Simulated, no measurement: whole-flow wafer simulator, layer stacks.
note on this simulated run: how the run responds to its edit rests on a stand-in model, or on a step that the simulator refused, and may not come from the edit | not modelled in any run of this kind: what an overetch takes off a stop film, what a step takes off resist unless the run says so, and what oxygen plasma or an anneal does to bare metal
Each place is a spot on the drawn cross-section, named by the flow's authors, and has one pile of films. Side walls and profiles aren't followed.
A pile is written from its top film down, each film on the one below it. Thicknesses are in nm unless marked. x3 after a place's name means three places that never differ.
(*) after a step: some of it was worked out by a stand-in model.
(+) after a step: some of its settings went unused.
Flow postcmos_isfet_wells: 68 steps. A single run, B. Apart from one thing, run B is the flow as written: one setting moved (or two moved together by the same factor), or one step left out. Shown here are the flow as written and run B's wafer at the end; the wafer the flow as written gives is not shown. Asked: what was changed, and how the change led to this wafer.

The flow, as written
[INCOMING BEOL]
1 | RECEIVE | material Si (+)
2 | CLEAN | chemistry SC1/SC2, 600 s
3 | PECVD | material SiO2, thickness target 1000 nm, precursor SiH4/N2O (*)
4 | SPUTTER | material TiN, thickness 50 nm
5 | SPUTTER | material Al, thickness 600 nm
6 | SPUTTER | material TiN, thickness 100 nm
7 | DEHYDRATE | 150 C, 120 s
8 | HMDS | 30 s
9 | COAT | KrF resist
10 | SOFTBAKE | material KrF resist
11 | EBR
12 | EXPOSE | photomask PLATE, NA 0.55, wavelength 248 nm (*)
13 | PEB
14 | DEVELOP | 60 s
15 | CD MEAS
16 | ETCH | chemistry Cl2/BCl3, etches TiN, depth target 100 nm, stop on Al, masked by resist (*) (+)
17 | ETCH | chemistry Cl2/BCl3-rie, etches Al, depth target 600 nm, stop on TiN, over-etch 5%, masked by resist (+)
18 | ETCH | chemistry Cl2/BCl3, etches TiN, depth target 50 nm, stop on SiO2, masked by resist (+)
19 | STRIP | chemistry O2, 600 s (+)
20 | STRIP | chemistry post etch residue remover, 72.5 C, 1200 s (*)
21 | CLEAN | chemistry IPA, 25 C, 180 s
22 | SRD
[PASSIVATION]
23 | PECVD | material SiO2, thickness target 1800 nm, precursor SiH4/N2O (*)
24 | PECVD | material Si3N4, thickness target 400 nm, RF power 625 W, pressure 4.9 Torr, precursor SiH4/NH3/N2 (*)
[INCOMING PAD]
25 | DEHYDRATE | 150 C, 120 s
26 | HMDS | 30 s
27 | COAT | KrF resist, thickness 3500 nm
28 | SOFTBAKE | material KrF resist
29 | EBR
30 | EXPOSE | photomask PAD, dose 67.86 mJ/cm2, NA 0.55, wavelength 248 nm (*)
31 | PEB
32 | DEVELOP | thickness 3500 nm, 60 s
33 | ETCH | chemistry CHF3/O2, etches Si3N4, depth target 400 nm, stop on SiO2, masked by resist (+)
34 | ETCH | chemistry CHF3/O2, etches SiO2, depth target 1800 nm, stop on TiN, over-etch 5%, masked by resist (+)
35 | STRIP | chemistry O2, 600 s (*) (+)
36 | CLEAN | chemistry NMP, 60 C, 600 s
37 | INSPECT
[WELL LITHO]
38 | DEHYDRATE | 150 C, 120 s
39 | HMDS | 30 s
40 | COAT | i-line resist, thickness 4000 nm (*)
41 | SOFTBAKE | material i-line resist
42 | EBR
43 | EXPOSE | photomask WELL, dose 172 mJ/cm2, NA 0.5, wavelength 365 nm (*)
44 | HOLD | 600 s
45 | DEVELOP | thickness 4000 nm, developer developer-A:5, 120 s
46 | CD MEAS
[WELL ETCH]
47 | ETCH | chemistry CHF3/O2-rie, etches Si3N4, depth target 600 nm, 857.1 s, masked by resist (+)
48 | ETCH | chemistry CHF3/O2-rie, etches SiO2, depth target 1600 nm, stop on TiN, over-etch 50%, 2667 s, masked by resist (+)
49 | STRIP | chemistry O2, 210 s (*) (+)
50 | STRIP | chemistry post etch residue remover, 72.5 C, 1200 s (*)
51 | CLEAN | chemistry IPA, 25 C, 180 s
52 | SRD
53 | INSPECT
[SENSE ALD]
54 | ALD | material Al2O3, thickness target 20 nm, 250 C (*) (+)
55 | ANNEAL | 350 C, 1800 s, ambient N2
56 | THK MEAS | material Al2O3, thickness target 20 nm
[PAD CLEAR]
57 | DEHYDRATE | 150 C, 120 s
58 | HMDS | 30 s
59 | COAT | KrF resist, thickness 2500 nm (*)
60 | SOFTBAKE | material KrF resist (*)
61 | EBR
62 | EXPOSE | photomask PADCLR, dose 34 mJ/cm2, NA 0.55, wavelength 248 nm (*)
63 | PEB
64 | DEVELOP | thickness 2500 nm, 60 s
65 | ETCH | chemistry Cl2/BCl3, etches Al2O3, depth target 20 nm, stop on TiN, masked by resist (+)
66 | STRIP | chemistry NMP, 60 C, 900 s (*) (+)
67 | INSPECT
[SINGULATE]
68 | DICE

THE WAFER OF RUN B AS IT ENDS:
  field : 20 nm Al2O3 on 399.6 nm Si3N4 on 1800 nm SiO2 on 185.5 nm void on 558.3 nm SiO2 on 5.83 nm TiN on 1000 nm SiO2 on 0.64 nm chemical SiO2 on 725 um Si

Cause: step 18, ETCH: depth target 43.75 nm was run, though the flow has depth target 50 nm.

The path from the change to this, step by step:
  18 | ETCH | chemistry Cl2/BCl3, etches TiN, depth target 50 nm, stop on SiO2, masked by resist (+)
      field: TiN loses 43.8 (as written it would have been: TiN loses 50 (all of it))
      margin, well900, well1300, well2000, well3000, pad_rim, pad_clr, pad_open: KrF resist loses 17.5 (as written it would have been: KrF resist loses 20)
  23 | PECVD | material SiO2, thickness target 1800 nm, precursor SiH4/N2O (*)
      field: SiO2 gains 1800 (new film), void gains 185.5 (new film), SiO2 gains 558.3 (new film) (as written it would have been: SiO2 gains 1800 (new film), void gains 189.9 (new film), SiO2 gains 559.7)
If metal films that touch count as one body, field has 1 body; the flow as written gives 0 bodies.
